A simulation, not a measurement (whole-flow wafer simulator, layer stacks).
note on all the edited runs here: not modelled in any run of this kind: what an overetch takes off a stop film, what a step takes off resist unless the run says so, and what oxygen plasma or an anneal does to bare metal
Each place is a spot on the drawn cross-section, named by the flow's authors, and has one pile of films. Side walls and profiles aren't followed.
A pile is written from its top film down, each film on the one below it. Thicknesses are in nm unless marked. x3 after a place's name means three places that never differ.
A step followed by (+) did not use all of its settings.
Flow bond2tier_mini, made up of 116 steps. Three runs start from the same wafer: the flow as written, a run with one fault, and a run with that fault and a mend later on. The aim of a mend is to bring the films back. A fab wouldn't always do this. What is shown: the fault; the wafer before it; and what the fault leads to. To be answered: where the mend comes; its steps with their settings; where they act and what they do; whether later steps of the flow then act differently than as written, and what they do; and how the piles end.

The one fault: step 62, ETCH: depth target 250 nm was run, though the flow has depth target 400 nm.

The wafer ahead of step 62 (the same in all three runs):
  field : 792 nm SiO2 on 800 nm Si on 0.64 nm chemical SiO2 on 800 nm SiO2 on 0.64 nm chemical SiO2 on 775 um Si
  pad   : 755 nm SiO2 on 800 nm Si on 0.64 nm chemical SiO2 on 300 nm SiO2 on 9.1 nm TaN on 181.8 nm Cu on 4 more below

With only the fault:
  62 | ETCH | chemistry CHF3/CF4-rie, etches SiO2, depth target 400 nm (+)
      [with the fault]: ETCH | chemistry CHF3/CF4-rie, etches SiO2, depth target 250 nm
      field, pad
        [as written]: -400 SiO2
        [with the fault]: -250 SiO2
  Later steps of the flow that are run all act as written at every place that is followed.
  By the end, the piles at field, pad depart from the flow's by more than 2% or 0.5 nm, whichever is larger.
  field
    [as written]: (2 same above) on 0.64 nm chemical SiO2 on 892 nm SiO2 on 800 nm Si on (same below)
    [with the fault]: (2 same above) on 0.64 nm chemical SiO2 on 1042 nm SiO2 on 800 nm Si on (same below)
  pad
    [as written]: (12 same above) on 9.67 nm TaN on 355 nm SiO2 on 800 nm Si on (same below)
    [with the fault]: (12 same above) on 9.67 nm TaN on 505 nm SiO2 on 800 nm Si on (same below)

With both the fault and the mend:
  After step 62 comes the mend.
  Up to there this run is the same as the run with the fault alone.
  62a | ETCH | chemistry CHF3/CF4-rie, etches SiO2, depth target 150 nm (+) (the flow's step 62, run once more with other settings)
      field, pad
        -150 SiO2
  Later steps of the flow that are run all act as written at every place that is followed.
  By the end, the piles equal the flow's at every place that both follow.
